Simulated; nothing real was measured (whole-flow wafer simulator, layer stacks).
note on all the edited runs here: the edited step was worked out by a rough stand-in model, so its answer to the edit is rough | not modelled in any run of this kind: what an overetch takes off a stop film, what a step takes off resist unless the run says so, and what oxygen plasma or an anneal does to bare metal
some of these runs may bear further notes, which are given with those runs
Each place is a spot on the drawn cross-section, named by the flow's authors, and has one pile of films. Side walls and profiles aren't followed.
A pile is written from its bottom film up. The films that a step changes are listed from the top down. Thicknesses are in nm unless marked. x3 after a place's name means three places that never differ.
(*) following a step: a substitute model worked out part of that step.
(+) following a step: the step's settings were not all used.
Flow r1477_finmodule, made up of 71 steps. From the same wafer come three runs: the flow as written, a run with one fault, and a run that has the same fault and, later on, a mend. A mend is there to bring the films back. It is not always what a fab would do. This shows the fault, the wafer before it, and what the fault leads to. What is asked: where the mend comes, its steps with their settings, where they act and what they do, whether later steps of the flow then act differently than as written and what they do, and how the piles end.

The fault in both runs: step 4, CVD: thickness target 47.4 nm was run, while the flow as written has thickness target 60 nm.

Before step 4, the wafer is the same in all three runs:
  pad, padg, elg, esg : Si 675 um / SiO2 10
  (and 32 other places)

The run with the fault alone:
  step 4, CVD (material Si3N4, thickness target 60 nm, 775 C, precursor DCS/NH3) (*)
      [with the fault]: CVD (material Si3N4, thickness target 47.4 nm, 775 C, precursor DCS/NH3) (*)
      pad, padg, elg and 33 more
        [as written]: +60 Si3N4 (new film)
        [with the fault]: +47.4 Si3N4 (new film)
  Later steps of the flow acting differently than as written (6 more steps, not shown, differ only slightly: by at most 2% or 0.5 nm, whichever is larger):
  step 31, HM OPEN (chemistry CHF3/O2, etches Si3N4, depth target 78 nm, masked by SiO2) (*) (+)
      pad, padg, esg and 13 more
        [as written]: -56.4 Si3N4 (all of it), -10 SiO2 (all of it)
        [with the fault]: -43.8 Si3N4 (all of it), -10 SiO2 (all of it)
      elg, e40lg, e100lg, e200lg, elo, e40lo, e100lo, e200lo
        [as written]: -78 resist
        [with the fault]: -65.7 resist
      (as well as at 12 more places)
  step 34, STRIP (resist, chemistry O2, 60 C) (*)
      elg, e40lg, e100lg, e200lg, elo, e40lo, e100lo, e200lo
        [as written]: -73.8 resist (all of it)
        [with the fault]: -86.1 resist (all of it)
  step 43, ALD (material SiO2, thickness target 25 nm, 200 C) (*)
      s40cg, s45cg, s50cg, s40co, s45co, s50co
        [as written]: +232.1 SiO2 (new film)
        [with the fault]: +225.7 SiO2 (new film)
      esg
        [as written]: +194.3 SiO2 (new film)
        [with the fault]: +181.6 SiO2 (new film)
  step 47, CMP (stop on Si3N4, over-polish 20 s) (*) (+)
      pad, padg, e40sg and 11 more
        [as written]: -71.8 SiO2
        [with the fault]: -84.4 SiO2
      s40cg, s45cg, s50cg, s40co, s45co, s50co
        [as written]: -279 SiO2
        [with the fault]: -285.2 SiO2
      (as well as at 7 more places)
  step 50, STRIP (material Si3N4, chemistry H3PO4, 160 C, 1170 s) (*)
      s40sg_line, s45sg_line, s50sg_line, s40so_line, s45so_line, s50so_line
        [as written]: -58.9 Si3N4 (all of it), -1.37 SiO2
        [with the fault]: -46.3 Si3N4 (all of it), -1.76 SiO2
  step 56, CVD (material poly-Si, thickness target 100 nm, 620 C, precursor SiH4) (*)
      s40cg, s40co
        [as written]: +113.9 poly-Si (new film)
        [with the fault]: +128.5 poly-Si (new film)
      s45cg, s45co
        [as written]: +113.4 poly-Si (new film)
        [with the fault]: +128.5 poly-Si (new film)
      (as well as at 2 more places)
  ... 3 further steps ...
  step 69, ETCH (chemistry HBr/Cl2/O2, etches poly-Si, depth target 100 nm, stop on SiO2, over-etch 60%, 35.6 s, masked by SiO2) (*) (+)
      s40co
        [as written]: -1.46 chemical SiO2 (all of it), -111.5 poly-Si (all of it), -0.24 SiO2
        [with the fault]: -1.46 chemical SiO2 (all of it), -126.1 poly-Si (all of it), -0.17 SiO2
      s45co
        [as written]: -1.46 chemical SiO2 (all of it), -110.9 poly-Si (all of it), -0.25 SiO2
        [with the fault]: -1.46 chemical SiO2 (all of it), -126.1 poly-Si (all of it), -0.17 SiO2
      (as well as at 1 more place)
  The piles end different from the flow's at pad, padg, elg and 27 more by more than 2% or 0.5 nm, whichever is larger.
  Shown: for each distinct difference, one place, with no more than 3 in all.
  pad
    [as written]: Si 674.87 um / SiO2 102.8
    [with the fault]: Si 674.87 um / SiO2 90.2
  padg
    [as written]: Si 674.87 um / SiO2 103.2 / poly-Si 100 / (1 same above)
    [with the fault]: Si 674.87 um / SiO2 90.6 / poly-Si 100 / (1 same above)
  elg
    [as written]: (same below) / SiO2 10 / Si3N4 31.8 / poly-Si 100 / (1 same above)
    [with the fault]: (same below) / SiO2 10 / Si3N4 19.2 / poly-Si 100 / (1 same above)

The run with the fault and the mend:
  The mend stands after step 5.
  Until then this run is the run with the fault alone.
  step 5a, CVD (material Si3N4, thickness target 12.6 nm, 775 C, precursor DCS/NH3) (*) (the flow's step 4 again, with other settings)
      pad, padg, elg and 33 more
        +12.6 Si3N4
  None of the later steps of the flow acts differently than as written at any place that is followed.
  By the end, the piles equal the flow's at every place that both follow.
